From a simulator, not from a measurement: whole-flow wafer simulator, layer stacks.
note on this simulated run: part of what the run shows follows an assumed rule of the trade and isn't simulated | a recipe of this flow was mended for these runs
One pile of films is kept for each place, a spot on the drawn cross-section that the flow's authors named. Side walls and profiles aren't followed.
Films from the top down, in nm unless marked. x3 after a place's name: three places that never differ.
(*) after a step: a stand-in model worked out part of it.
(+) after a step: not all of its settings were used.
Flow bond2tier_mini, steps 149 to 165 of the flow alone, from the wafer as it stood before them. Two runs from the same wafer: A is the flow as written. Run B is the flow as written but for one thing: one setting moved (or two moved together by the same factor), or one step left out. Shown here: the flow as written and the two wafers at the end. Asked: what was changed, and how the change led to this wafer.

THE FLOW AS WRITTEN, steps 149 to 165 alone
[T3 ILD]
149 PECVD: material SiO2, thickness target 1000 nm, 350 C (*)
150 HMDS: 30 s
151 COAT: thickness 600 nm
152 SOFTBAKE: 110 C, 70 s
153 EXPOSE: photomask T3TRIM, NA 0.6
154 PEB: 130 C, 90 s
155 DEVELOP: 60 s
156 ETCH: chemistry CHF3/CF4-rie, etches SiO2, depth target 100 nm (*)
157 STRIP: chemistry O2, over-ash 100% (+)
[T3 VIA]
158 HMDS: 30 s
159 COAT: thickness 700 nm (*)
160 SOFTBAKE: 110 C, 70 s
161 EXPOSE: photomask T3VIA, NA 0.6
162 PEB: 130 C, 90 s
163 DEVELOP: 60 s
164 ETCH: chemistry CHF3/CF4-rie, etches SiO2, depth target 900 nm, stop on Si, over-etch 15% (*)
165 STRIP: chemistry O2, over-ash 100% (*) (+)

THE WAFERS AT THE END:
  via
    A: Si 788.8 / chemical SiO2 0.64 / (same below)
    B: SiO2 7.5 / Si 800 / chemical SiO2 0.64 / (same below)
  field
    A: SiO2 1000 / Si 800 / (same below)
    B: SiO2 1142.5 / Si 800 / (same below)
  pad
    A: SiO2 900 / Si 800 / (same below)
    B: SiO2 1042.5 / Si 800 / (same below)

The cause: step 149, PECVD: thickness target 1142 nm was run, where the flow has thickness target 1000 nm.
It can be read off the wafer: field has SiO2 1142.5, and step 149 as written asks for 1000 nm.

How the change led to this, step by step:
  149 PECVD: material SiO2, thickness target 1000 nm, 350 C (*)
      field, pad, via: A SiO2 +1000 (new film) | B SiO2 +1142.5 (new film)
  164 ETCH: chemistry CHF3/CF4-rie, etches SiO2, depth target 900 nm, stop on Si, over-etch 15% (*)
      via: A SiO2 -900 (all of it), Si -11.2 | B SiO2 -1035
